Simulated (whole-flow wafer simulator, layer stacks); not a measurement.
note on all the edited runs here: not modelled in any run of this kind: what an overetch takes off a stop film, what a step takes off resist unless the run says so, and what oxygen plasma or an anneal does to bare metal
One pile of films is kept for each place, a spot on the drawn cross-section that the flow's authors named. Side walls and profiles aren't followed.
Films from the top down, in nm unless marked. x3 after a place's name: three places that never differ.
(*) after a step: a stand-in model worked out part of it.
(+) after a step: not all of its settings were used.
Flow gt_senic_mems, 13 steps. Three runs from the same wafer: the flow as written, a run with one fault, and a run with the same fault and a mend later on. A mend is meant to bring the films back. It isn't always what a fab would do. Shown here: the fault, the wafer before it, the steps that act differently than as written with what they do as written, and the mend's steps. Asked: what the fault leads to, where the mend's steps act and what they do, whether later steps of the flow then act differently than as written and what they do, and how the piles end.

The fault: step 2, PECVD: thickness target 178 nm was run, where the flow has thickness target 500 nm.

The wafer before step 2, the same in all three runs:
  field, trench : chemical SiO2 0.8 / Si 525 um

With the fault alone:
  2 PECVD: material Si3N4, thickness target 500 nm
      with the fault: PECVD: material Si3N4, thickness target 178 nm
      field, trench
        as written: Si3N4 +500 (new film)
        with the fault: Si3N4 +178 (new film)
  Later steps of the flow that act differently than as written (2 more steps differ only slightly, by at most 2% or 0.5 nm, whichever is larger, and aren't shown):
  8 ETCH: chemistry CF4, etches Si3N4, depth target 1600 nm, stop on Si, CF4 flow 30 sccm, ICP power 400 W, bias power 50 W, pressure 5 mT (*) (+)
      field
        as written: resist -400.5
        with the fault: resist -185.9
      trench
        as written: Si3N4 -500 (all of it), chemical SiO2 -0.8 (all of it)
        with the fault: Si3N4 -178 (all of it), chemical SiO2 -0.8 (all of it)
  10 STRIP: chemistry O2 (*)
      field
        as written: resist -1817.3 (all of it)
        with the fault: resist -2032 (all of it)
  At the end the piles differ from the flow's by more than 2% or 0.5 nm, whichever is larger, at field.
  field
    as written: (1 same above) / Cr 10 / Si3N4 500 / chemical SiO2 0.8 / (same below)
    with the fault: (1 same above) / Cr 10 / Si3N4 178 / chemical SiO2 0.8 / (same below)

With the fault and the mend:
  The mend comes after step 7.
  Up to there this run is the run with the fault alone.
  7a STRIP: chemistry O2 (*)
      field
        resist -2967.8 (all of it)
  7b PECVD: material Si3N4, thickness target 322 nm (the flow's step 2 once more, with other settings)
      field, trench
        Si3N4 +322
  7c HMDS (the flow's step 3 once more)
      changes no film at any place that is followed
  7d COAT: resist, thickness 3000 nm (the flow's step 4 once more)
      field, trench
        resist +3000 (new film)
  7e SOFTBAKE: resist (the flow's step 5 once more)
      changes no film at any place that is followed
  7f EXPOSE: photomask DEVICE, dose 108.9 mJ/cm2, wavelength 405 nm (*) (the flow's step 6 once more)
      changes no film at any place that is followed
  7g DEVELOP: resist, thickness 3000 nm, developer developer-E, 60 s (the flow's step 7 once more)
      field
        resist -32.2
      trench
        resist -3000 (all of it)
  No later step of the flow acts differently than as written at any place that is followed.
  At the end the piles are the same as the flow's at every place that both follow.
